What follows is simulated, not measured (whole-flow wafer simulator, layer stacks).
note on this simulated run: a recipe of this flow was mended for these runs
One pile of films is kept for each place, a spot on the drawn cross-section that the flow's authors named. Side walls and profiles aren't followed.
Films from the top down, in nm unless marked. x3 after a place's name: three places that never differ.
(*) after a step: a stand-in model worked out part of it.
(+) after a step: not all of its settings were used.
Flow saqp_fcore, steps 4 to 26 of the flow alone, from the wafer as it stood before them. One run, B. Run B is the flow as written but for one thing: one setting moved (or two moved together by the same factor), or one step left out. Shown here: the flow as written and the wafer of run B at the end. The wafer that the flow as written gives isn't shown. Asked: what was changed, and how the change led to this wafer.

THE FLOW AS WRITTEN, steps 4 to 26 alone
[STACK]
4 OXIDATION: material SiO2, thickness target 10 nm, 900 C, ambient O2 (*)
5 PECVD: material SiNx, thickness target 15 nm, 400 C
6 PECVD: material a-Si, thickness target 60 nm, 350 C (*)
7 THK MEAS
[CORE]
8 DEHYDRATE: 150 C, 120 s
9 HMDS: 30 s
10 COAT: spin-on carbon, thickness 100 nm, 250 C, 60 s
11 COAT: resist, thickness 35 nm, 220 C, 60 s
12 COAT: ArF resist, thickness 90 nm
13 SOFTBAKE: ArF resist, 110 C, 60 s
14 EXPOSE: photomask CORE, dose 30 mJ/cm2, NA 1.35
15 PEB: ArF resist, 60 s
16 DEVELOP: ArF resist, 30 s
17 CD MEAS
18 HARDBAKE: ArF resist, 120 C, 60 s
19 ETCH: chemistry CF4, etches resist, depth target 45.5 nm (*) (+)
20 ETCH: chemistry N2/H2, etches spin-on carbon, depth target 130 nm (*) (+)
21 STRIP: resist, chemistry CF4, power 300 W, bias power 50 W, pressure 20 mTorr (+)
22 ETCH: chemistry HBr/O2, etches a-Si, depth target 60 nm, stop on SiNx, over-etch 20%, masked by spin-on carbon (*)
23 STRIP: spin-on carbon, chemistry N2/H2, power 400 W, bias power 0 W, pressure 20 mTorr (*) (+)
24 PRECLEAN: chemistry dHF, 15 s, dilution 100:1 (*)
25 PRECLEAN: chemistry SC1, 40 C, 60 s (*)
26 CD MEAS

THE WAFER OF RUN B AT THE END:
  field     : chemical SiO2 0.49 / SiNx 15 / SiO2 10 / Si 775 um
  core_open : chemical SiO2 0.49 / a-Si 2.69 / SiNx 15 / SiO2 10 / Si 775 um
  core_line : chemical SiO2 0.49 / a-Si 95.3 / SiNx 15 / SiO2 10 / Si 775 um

The cause: step 6, PECVD: thickness target 96 nm was run, where the flow has thickness target 60 nm.

How the change led to this, step by step:
  6 PECVD: material a-Si, thickness target 60 nm, 350 C (*)
      field, core_open, core_line: a-Si +96 (new film) (as written it would be: a-Si +60 (new film))
  22 ETCH: chemistry HBr/O2, etches a-Si, depth target 60 nm, stop on SiNx, over-etch 20%, masked by spin-on carbon (*)
      field: a-Si -72 (as written it would be: a-Si -36.8 (all of it), SiNx -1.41)
      core_open: a-Si -72 (as written it would be: a-Si -39.4 (all of it), SiNx -1.3)
      (and at 1 more place)
  23 STRIP: spin-on carbon, chemistry N2/H2, power 400 W, bias power 0 W, pressure 20 mTorr (*) (+)
      core_line: spin-on carbon -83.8 (all of it) (as written it would be: spin-on carbon -88.8 (all of it))
  24 PRECLEAN: chemistry dHF, 15 s, dilution 100:1 (*)
      field, core_open: nothing (as written it would be: SiNx -1.31)
  25 PRECLEAN: chemistry SC1, 40 C, 60 s (*)
      field: chemical SiO2 +0.49 (new film), a-Si -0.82 (all of it) (as written it would be: nothing)
      core_open: chemical SiO2 +0.49 (new film), a-Si -0.7 (as written it would be: nothing)
